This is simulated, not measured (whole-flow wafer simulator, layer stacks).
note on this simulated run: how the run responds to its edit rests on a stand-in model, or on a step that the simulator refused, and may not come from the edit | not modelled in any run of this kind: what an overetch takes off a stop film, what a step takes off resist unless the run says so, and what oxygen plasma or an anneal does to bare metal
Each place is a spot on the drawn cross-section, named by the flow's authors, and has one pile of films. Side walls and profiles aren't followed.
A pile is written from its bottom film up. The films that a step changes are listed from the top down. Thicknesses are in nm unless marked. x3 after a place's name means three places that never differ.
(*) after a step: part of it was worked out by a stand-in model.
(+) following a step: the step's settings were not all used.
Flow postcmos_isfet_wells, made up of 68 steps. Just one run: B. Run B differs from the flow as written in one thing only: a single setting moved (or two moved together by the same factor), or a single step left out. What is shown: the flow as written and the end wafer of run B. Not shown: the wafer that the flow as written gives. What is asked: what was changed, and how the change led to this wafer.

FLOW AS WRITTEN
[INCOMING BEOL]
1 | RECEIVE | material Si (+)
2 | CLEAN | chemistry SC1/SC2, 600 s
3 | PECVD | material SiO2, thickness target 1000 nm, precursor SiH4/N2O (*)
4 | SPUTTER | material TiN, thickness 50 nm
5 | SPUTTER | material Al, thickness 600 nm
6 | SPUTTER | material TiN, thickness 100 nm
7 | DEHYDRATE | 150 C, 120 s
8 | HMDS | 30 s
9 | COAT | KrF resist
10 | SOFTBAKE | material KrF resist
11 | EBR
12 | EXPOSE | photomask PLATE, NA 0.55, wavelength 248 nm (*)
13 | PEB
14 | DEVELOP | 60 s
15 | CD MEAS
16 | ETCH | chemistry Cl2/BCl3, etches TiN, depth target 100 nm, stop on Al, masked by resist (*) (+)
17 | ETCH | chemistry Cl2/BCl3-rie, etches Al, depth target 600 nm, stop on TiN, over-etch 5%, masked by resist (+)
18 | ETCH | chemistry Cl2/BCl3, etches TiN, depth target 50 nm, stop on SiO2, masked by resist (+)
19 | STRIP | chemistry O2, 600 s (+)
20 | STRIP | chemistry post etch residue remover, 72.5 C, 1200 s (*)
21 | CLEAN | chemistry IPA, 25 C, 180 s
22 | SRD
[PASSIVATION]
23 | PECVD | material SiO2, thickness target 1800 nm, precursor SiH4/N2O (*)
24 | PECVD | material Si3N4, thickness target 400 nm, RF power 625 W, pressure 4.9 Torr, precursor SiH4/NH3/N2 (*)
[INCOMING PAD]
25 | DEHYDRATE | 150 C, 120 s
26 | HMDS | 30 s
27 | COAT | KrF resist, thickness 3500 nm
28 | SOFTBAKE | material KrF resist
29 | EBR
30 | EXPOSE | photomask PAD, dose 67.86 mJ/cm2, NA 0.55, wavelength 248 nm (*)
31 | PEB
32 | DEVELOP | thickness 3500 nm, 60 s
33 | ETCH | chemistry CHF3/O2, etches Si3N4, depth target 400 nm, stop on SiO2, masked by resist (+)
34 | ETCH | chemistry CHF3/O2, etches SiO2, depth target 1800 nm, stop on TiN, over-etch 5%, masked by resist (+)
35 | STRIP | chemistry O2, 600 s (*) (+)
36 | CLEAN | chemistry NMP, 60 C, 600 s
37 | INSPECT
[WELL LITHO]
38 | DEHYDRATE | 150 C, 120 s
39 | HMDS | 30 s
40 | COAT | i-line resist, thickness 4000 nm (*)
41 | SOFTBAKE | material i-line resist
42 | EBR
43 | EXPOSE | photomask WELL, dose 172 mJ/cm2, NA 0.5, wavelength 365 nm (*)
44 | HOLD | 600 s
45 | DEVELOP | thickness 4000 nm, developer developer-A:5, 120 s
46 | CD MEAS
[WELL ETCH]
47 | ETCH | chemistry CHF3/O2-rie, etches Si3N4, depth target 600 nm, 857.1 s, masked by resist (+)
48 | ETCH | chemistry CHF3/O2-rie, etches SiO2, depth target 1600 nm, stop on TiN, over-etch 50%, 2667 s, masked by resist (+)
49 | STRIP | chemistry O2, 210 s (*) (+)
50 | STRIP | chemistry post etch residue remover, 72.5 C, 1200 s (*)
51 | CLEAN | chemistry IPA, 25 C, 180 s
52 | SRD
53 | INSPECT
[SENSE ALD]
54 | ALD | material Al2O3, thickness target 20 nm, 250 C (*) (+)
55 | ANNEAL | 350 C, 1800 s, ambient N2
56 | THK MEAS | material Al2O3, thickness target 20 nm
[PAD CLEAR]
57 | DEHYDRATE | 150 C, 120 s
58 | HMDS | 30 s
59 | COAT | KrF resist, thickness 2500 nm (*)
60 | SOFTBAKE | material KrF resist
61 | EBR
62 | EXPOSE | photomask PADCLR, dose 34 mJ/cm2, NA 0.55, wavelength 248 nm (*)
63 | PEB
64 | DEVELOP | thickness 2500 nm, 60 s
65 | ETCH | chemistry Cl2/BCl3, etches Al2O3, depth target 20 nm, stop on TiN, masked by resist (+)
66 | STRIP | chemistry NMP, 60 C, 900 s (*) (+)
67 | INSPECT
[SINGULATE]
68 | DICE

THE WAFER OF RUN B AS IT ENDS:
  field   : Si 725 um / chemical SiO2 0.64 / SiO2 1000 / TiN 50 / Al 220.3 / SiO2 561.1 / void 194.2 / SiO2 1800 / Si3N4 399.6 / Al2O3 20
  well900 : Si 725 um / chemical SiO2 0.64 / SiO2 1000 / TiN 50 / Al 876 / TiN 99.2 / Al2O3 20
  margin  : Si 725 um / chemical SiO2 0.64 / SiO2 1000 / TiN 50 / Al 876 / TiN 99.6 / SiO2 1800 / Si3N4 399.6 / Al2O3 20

The reason: step 5, SPUTTER: thickness 876 nm was run, though the flow has thickness 600 nm.
The wafer lets one read it off: well900 has Al 876, and step 5 as written asks for 600 nm.

The path from the change to this, step by step:
  5 | SPUTTER | material Al, thickness 600 nm
      field, margin, well900, well1300 x3, pad_rim, pad_clr, pad_open: +876 Al (new film) (as written it would have been: +600 Al (new film))
  17 | ETCH | chemistry Cl2/BCl3-rie, etches Al, depth target 600 nm, stop on TiN, over-etch 5%, masked by resist (+)
      field: -600 Al (as written it would have been: -600 Al (all of it))
  18 | ETCH | chemistry Cl2/BCl3, etches TiN, depth target 50 nm, stop on SiO2, masked by resist (+)
      field: -50 Al (as written it would have been: -50 TiN (all of it))
  20 | STRIP | chemistry post etch residue remover, 72.5 C, 1200 s (*)
      field: -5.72 Al (as written it would have been: nothing)
  23 | PECVD | material SiO2, thickness target 1800 nm, precursor SiH4/N2O (*)
      field: +1800 SiO2 (new film), +194.2 void (new film), +561.1 SiO2 (new film) (as written it would have been: +1800 SiO2 (new film), +189.9 void (new film), +559.7 SiO2)
Taking metal films that touch as one body, field has 1 body; the flow as written gives 0 bodies.
